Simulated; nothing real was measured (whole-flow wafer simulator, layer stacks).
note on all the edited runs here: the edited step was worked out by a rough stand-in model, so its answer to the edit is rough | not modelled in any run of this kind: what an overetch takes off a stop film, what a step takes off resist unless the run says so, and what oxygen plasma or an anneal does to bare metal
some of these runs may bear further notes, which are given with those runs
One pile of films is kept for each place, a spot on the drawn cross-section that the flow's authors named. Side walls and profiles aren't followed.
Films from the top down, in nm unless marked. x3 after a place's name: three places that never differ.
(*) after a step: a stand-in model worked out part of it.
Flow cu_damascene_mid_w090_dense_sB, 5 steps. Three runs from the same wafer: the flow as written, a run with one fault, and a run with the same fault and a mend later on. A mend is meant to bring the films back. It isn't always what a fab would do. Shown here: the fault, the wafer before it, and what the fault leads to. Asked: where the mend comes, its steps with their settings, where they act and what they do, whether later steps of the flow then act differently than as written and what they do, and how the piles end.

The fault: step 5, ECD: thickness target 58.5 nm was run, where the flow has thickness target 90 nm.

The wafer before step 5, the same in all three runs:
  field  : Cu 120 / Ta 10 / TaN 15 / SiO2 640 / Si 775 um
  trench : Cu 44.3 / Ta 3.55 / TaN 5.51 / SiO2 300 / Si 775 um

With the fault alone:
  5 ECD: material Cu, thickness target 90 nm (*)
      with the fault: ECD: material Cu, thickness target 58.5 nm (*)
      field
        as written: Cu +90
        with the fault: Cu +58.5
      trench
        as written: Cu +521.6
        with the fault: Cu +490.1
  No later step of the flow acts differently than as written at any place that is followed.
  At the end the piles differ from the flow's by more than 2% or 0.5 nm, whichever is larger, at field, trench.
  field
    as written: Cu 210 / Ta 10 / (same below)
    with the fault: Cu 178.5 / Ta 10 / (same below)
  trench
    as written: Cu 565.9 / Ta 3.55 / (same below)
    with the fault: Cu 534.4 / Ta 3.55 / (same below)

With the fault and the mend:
  The mend comes after step 5.
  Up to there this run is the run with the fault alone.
  5a ECD: material Cu, thickness target 31.5 nm (the flow's step 5 once more, with other settings)
      field, trench
        Cu +31.5
  No later step of the flow acts differently than as written at any place that is followed.
  At the end the piles are the same as the flow's at every place that both follow.
